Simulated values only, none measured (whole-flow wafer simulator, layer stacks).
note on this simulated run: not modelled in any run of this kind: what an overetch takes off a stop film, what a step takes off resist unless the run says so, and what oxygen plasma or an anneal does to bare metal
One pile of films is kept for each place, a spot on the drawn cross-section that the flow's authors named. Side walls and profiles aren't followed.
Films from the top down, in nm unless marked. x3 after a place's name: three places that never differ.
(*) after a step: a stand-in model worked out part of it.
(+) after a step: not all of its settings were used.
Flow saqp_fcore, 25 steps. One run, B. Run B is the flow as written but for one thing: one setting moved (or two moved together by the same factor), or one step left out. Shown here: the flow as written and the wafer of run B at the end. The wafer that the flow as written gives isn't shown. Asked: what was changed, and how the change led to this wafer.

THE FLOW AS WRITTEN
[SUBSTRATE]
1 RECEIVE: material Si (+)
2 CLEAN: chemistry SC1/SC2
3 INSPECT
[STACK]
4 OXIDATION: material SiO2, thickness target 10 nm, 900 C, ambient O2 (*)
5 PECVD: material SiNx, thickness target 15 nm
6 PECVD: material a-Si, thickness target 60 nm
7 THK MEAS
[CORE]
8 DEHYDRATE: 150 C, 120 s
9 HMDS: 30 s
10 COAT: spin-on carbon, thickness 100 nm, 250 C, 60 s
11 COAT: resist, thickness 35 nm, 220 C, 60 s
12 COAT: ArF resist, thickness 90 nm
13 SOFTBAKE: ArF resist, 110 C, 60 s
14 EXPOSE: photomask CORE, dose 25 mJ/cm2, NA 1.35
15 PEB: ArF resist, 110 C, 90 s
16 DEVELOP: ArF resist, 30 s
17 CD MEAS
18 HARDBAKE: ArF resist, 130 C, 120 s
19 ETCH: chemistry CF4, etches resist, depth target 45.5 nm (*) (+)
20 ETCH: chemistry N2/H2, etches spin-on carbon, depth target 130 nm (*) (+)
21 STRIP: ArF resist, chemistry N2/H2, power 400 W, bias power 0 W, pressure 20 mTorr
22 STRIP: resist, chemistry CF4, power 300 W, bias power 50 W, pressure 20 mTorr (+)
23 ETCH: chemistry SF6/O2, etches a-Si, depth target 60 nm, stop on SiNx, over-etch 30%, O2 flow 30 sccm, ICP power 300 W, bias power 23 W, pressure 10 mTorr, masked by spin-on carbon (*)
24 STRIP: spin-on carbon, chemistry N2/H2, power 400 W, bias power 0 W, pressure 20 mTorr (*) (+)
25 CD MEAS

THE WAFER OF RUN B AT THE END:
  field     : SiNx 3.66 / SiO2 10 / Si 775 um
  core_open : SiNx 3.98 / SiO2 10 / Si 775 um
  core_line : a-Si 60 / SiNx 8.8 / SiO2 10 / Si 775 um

The cause: step 5, PECVD: thickness target 8.8 nm was run, where the flow has thickness target 15 nm.
It can be read off the wafer: core_line has SiNx 8.8, and step 5 as written asks for 15 nm.

How the change led to this, step by step:
  5 PECVD: material SiNx, thickness target 15 nm
      field, core_open, core_line: SiNx +8.8 (new film) (as written it would be: SiNx +15 (new film))
